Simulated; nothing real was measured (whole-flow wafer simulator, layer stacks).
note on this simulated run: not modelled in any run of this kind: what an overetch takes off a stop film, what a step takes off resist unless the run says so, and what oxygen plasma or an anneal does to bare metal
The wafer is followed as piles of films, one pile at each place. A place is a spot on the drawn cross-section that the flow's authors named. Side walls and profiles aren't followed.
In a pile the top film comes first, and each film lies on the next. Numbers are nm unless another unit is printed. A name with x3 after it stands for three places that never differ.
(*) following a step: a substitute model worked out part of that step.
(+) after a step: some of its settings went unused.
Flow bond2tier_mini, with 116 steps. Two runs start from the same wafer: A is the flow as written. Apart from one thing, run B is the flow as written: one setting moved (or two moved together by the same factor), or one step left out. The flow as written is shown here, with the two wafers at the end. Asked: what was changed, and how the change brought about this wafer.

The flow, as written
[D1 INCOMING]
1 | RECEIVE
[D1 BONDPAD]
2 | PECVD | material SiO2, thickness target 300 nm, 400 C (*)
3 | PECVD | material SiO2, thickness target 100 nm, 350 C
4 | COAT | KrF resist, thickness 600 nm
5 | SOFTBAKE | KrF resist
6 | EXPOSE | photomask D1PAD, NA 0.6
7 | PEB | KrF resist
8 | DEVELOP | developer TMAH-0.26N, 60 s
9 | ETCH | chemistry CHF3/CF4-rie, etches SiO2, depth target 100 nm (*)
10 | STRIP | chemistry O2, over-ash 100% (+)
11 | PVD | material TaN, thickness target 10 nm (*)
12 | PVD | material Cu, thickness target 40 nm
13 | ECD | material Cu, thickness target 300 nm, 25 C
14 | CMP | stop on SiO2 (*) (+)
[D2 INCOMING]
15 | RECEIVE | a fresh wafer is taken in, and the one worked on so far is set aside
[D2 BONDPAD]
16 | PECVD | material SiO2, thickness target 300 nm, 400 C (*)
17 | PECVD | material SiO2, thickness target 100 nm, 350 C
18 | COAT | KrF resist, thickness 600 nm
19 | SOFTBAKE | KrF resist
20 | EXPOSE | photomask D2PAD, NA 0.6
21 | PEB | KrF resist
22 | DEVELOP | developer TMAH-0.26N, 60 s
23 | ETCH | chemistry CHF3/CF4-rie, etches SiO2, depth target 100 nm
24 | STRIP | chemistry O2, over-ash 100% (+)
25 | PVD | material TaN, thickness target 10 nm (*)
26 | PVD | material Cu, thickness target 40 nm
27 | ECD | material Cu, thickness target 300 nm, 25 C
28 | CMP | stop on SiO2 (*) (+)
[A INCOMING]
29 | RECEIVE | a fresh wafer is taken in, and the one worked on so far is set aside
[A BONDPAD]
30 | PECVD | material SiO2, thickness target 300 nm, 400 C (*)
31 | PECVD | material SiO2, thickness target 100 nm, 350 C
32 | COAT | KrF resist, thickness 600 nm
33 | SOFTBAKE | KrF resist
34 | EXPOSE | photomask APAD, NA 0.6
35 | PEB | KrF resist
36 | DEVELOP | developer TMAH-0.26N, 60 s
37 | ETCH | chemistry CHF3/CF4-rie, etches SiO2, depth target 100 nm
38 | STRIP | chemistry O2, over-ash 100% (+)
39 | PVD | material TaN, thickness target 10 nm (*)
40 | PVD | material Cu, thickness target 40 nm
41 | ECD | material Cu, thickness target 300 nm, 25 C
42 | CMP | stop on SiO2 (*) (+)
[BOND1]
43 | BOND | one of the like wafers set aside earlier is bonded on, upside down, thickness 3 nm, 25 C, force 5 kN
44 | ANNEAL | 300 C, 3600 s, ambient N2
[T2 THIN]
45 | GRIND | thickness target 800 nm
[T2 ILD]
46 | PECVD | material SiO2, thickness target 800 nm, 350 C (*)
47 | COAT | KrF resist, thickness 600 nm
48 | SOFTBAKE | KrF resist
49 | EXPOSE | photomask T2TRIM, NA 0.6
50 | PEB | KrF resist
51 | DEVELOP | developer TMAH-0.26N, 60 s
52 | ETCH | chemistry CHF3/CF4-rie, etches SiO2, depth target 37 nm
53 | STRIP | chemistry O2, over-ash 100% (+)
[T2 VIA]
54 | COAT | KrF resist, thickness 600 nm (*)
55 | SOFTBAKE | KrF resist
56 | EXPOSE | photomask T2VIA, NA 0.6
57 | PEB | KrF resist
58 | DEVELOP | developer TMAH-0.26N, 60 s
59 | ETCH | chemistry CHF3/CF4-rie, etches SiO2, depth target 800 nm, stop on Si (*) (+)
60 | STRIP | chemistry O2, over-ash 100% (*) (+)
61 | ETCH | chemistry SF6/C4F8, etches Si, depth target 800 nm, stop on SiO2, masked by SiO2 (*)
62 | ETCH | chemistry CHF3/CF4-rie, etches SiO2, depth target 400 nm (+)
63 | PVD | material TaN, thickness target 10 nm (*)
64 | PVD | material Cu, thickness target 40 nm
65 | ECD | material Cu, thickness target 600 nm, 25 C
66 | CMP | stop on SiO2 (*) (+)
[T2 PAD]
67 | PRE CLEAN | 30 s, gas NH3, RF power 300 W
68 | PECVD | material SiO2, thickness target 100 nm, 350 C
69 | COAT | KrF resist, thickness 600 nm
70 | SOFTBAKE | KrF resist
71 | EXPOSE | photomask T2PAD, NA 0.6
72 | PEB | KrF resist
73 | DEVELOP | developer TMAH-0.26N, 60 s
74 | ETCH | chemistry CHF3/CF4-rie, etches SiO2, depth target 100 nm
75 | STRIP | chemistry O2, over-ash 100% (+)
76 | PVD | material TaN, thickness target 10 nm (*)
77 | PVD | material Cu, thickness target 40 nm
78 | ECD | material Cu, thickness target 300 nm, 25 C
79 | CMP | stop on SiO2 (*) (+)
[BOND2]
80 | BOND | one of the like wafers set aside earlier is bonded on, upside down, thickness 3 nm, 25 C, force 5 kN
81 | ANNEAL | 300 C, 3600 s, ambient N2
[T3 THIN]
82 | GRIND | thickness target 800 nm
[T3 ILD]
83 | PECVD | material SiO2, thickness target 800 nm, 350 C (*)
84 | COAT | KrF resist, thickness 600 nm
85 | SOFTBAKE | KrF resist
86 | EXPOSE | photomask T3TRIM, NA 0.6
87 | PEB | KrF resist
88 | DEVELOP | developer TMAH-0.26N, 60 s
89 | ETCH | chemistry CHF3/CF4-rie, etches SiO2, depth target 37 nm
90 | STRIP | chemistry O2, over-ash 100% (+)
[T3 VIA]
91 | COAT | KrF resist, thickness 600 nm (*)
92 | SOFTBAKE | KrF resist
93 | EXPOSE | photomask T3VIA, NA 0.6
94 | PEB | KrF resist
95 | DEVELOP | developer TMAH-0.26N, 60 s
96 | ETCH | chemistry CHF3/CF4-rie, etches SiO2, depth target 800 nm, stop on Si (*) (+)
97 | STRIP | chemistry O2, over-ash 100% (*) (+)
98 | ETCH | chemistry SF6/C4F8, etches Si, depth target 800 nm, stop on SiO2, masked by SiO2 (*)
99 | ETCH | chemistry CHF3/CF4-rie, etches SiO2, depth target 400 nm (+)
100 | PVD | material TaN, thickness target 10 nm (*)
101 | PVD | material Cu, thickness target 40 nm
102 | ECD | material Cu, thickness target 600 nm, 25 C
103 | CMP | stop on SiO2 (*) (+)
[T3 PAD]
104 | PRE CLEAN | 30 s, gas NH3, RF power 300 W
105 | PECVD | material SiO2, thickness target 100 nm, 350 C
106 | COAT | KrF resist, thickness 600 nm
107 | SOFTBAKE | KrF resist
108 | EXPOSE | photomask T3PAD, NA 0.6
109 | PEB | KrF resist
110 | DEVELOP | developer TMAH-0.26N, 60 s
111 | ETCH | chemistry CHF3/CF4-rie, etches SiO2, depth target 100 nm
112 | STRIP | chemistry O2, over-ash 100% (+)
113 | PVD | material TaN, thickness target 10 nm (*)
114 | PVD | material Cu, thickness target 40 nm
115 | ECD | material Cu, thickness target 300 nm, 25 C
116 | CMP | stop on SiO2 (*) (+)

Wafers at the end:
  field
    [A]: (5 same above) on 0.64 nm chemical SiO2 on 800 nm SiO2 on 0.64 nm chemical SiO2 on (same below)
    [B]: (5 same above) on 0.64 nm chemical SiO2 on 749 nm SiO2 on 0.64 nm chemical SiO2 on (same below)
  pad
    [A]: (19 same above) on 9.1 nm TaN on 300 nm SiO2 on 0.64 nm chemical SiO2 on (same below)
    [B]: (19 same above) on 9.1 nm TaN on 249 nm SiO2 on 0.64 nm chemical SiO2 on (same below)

Cause: step 31, PECVD: thickness target 49 nm was run, while the flow as written has thickness target 100 nm.

The path from the change to this, step by step:
  31 | PECVD | material SiO2, thickness target 100 nm, 350 C
      field, pad, via: A +100 SiO2 | B +49 SiO2
